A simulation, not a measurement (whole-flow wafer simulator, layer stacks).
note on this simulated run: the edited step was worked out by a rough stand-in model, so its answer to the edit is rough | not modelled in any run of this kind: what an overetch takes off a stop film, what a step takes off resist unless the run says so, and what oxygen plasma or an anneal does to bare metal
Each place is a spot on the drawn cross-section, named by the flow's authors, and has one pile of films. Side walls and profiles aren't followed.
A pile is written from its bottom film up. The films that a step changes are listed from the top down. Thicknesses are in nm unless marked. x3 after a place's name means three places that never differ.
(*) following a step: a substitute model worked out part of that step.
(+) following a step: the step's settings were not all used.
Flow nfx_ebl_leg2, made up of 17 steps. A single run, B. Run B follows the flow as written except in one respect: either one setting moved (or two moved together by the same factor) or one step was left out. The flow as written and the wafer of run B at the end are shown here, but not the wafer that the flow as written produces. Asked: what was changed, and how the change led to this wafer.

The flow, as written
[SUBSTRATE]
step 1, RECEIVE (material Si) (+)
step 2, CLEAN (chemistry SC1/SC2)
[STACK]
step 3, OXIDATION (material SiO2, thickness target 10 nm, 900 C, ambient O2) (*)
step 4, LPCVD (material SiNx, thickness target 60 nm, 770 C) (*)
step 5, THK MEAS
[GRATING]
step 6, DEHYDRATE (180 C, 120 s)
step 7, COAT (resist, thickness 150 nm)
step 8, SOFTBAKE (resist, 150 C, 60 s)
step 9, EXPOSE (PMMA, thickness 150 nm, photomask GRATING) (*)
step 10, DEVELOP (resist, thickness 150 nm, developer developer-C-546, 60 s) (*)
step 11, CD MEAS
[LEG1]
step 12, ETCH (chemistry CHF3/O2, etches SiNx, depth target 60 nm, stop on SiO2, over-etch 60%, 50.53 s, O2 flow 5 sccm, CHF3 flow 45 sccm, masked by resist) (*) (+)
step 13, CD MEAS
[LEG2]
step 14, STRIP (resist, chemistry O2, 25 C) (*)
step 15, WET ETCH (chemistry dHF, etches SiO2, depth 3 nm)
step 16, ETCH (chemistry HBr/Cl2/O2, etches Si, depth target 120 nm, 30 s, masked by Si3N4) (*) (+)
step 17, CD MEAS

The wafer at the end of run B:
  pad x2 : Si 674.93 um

Cause: step 16, ETCH: depth target 66 nm was run, while the flow as written has depth target 120 nm.

The path from the change to this, step by step:
  step 16, ETCH (chemistry HBr/Cl2/O2, etches Si, depth target 120 nm, 30 s, masked by Si3N4) (*) (+)
      pad x2: -66 Si (in the flow as written it would be: -120 Si)
